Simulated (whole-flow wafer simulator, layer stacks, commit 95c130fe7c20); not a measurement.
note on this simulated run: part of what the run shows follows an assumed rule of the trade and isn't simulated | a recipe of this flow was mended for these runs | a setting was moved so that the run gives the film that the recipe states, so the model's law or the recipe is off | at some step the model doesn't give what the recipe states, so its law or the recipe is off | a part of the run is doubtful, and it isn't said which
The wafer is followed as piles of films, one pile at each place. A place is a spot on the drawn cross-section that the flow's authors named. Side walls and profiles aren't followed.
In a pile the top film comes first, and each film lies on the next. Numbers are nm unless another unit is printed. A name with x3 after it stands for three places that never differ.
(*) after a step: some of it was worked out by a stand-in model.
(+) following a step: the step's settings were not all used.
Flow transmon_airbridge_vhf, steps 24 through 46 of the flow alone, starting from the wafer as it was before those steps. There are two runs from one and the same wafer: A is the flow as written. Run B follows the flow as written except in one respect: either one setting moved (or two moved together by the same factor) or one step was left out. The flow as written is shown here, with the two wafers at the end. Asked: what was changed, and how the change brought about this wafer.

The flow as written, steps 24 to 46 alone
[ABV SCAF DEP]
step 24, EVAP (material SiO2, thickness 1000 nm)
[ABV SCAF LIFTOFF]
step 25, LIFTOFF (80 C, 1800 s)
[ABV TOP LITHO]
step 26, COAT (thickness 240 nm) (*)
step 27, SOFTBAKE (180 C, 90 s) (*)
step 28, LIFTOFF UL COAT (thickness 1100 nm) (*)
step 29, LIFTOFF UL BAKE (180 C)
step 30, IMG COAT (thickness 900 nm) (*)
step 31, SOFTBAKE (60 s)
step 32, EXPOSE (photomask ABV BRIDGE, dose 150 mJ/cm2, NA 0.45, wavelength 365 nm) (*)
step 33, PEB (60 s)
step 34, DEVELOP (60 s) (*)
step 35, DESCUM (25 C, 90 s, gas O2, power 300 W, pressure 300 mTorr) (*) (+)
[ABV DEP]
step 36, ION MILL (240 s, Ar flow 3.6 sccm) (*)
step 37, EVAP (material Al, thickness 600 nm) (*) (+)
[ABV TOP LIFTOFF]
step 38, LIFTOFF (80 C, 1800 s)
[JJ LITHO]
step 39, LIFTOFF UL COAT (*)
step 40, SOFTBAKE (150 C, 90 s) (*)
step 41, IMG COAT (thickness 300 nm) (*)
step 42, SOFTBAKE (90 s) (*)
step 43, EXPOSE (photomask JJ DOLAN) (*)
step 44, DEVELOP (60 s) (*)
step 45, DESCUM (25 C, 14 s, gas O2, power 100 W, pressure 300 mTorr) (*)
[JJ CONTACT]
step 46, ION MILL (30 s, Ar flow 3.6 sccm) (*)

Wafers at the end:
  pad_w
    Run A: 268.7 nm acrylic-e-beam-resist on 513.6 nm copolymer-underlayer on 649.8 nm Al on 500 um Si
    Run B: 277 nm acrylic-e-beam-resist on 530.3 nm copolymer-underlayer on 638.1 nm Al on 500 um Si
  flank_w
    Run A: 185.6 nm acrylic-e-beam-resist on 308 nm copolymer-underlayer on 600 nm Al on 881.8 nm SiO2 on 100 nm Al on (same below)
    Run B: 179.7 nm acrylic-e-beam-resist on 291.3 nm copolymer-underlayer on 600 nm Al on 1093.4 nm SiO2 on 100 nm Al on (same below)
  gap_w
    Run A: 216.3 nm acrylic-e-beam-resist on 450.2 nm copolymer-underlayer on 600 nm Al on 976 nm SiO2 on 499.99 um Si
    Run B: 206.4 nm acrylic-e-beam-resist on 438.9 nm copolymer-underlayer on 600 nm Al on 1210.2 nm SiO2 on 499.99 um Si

Cause: step 24, EVAP: thickness 1240 nm was run, though the flow has thickness 1000 nm; step 36, ION MILL: 298 s was run, where the flow has 240 s.

How this came from the change, step by step:
  step 24, EVAP (material SiO2, thickness 1000 nm)
      field x3, jj_line, ground_far and 10 more: A SiO2 gains 1000 (new film) | B SiO2 gains 1240 (new film)
      flank_w, flank_e: A SiO2 gains 905.8 (new film) | B SiO2 gains 1123.2 (new film)
  step 25, LIFTOFF (80 C, 1800 s)
      field x3, jj_line, trace_open_s x2: A SiO2 loses 1000 (all of it), i-line-resist loses 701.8 (all of it), lift-off-underlayer loses 1100 (all of it), acrylic-e-beam-resist loses 240 (all of it) | B SiO2 loses 1240 (all of it), i-line-resist loses 701.8 (all of it), lift-off-underlayer loses 1100 (all of it), acrylic-e-beam-resist loses 240 (all of it)
      pad_w, pad_e: A SiO2 loses 1000 (all of it), i-line-resist loses 696.3 (all of it), lift-off-underlayer loses 1089.9 (all of it), acrylic-e-beam-resist loses 239.3 (all of it) | B SiO2 loses 1240 (all of it), i-line-resist loses 696.3 (all of it), lift-off-underlayer loses 1089.9 (all of it), acrylic-e-beam-resist loses 239.3 (all of it)
      (as well as at 1 more place)
  step 26, COAT (thickness 240 nm) (*)
      flank_w, flank_e: A acrylic-e-beam-resist gains 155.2 (new film) | B acrylic-e-beam-resist gains 147.5 (new film)
      gap_w, gap_e: A acrylic-e-beam-resist gains 211.2 (new film) | B acrylic-e-beam-resist gains 200.6 (new film)
      (as well as at 6 more places)
  step 28, LIFTOFF UL COAT (thickness 1100 nm) (*)
      gap_w, gap_e: A lift-off-underlayer gains 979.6 (new film) | B lift-off-underlayer gains 946.9 (new film)
      margin_s, margin_n: A lift-off-underlayer gains 823.4 (new film) | B lift-off-underlayer gains 769.8 (new film)
      (as well as at 6 more places)
  step 30, IMG COAT (thickness 900 nm) (*)
      gap_w, gap_e: A i-line-resist gains 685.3 (new film) | B i-line-resist gains 632.2 (new film)
      margin_s, margin_n: A i-line-resist gains 603.2 (new film) | B i-line-resist gains 527.2 (new film)
      (as well as at 7 more places)
  step 33, PEB (60 s)
      flank_w, flank_e: A i-line-resist loses 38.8 | B i-line-resist loses 36.4
      gap_w, gap_e: A i-line-resist loses 35 | B i-line-resist loses 32.2
      (as well as at 7 more places)
  step 34, DEVELOP (60 s) (*)
      gap_w, gap_e: A i-line-resist loses 650.2 (all of it), lift-off-underlayer loses 979.6 (all of it) | B i-line-resist loses 599.9 (all of it), lift-off-underlayer loses 946.9 (all of it)
      pad_w: A i-line-resist loses 937.3 (all of it), lift-off-underlayer loses 1246.2 (all of it) | B i-line-resist loses 957.1 (all of it), lift-off-underlayer loses 1283.4 (all of it)
      (as well as at 5 more places)
  step 35, DESCUM (25 C, 90 s, gas O2, power 300 W, pressure 300 mTorr) (*) (+)
      field x3, jj_line, ground_far, trace_open_s x2, margin_s, margin_n: A i-line-resist loses 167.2 | B i-line-resist loses 172.5
      flank_w, flank_e: A acrylic-e-beam-resist loses 155.2 (all of it) | B acrylic-e-beam-resist loses 147.5 (all of it)
      (as well as at 6 more places)
  step 36, ION MILL (240 s, Ar flow 3.6 sccm) (*)
      field x3, jj_line, ground_far, trace_open_s x2, margin_s, margin_n: A i-line-resist loses 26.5 | B i-line-resist loses 32.9
      flank_w, gap_w, cpw_trace, gap_e, flank_e, bridge_strip: A SiO2 loses 24 | B SiO2 loses 29.8
      (as well as at 2 more places)
  step 38, LIFTOFF (80 C, 1800 s)
      margin_s, margin_n: A Al loses 600 (all of it), i-line-resist loses 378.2 (all of it), lift-off-underlayer loses 823.4 (all of it), acrylic-e-beam-resist loses 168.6 (all of it) | B Al loses 600 (all of it), i-line-resist loses 294.6 (all of it), lift-off-underlayer loses 769.8 (all of it), acrylic-e-beam-resist loses 155.2 (all of it)
      ground_far: A Al loses 600 (all of it), i-line-resist loses 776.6 (all of it), lift-off-underlayer loses 1134.8 (all of it), acrylic-e-beam-resist loses 250.1 (all of it) | B Al loses 600 (all of it), i-line-resist loses 794.2 (all of it), lift-off-underlayer loses 1140.1 (all of it), acrylic-e-beam-resist loses 251.6 (all of it)
  step 39, LIFTOFF UL COAT (*)
      pad_w, pad_e: A copolymer-underlayer gains 513.6 (new film) | B copolymer-underlayer gains 530.3 (new film)
      flank_w, flank_e: A copolymer-underlayer gains 308 (new film) | B copolymer-underlayer gains 291.3 (new film)
      (as well as at 6 more places)
  step 41, IMG COAT (thickness 300 nm) (*)
      pad_w, pad_e: A acrylic-e-beam-resist gains 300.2 (new film) | B acrylic-e-beam-resist gains 308.5 (new film)
      flank_w, flank_e: A acrylic-e-beam-resist gains 217.1 (new film) | B acrylic-e-beam-resist gains 211.2 (new film)
      (as well as at 6 more places)
